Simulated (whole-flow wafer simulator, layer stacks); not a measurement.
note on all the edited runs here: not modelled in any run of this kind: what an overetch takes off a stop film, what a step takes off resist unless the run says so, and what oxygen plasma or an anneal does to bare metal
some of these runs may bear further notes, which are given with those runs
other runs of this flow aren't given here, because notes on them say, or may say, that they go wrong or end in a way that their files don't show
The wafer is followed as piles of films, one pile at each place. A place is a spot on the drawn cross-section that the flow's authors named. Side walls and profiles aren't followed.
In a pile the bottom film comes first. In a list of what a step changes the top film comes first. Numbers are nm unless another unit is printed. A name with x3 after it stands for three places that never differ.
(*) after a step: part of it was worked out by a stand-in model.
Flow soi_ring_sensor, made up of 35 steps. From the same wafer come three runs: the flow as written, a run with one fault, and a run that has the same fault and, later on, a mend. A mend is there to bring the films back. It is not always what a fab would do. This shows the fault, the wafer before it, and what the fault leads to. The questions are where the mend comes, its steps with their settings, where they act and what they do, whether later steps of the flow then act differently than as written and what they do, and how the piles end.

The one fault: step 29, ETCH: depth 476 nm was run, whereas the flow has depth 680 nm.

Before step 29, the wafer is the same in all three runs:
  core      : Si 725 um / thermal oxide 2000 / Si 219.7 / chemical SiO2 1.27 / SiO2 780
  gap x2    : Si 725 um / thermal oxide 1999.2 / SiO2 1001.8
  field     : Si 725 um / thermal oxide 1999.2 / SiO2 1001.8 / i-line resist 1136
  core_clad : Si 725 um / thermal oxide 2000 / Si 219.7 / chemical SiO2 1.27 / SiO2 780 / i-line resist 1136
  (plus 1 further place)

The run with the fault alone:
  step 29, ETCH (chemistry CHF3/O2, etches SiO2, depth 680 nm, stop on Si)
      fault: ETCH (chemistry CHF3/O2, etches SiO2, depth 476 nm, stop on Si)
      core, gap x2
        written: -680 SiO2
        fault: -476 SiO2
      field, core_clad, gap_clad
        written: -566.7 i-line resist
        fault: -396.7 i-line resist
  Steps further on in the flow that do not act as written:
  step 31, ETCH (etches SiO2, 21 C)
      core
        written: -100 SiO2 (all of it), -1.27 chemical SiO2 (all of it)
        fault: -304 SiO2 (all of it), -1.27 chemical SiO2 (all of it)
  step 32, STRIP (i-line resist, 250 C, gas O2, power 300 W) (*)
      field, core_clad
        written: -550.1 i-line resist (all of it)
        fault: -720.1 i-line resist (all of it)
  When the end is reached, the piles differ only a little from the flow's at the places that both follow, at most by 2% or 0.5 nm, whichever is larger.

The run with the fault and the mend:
  The mend stands after step 29.
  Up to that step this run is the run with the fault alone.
  step 29a, ETCH (chemistry CHF3/O2, etches SiO2, depth 204 nm, stop on Si) (the flow's step 29, run once more with other settings)
      core, gap x2
        -204 SiO2
      field, core_clad, gap_clad
        -170 i-line resist
  Later steps of the flow that are run all act as written at every place that is followed.
  At every place that both follow, the piles at the end match the flow's.
